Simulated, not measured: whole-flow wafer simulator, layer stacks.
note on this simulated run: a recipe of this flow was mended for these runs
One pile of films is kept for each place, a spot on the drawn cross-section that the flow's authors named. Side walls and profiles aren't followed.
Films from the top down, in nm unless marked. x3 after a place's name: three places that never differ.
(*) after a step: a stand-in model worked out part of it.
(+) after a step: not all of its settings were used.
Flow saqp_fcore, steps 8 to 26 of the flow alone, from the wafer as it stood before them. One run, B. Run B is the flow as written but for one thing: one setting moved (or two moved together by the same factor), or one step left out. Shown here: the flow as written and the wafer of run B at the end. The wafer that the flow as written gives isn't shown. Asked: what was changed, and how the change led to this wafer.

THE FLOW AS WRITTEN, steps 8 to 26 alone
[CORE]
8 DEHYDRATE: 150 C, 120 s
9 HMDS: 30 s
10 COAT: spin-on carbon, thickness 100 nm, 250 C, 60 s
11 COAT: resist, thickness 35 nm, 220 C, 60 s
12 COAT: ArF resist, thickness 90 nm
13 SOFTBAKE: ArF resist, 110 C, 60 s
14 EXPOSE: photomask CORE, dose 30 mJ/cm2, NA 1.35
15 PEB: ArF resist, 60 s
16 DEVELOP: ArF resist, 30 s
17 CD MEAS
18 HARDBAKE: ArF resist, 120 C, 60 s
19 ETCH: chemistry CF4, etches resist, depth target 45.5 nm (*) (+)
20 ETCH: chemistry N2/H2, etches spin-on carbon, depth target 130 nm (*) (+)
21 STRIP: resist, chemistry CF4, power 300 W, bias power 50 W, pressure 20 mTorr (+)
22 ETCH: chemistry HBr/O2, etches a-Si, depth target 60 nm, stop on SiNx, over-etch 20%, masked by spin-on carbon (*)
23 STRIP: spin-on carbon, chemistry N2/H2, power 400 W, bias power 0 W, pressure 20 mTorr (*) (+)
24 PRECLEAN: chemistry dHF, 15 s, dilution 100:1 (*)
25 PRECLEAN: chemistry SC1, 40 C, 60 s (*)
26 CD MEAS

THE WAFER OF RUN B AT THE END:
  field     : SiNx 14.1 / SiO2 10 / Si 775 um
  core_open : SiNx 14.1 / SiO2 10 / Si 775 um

The cause: step 21, STRIP: resist, chemistry CF4, power 300 W, bias power 50 W, pressure 20 mTorr (+), was left out.

How the change led to this, step by step:
  22 ETCH: chemistry HBr/O2, etches a-Si, depth target 60 nm, stop on SiNx, over-etch 20%, masked by spin-on carbon (*)
      core_line: resist -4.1 (as written it would be: spin-on carbon -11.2)
      field: a-Si -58 (all of it), SiNx -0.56 (as written it would be: a-Si -36.8 (all of it), SiNx -1.41)
      (and at 1 more place)
  23 STRIP: spin-on carbon, chemistry N2/H2, power 400 W, bias power 0 W, pressure 20 mTorr (*) (+)
      core_line: resist -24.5 (all of it), spin-on carbon -100 (all of it) (as written it would be: spin-on carbon -88.8 (all of it))
  24 PRECLEAN: chemistry dHF, 15 s, dilution 100:1 (*)
      field, core_open: SiNx -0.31 (as written it would be: SiNx -1.31)
